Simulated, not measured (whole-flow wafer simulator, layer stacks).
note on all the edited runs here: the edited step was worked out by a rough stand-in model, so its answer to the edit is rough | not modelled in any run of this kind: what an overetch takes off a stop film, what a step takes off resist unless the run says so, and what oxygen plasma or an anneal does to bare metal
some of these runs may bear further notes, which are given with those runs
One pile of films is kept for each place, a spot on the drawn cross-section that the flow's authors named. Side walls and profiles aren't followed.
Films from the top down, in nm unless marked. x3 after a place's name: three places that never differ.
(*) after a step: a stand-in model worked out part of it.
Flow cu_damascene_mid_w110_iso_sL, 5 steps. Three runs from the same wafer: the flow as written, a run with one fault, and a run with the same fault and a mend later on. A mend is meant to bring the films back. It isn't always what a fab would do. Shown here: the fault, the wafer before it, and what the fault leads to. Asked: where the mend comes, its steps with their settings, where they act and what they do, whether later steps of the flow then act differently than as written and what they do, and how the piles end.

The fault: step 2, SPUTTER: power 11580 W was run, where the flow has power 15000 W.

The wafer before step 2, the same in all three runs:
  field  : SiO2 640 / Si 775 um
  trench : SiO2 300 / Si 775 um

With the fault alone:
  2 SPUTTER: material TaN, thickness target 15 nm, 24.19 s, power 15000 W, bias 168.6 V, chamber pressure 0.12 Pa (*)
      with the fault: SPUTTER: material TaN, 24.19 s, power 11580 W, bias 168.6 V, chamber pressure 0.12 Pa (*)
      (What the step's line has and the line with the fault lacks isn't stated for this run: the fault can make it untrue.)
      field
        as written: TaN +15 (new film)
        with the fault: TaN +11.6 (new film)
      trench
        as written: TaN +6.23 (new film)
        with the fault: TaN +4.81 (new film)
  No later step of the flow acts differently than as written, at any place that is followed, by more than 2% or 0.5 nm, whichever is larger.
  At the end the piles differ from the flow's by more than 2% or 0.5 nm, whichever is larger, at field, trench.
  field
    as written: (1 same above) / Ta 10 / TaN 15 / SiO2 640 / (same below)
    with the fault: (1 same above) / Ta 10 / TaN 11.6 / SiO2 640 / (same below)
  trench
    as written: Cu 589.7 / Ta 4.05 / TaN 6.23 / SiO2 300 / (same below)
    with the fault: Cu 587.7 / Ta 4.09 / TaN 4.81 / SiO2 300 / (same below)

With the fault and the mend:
  The mend comes after step 2.
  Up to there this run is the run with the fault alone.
  2a SPUTTER: material TaN, thickness target 3.4 nm, 5.52 s, power 15000 W, bias 168.6 V, chamber pressure 0.12 Pa (*) (the flow's step 2 once more, with other settings)
      field
        TaN +3.4
      trench
        TaN +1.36
  No later step of the flow acts differently than as written at any place that is followed.
  At the end the piles differ from the flow's only slightly at the places that both follow, by at most 2% or 0.5 nm, whichever is larger.
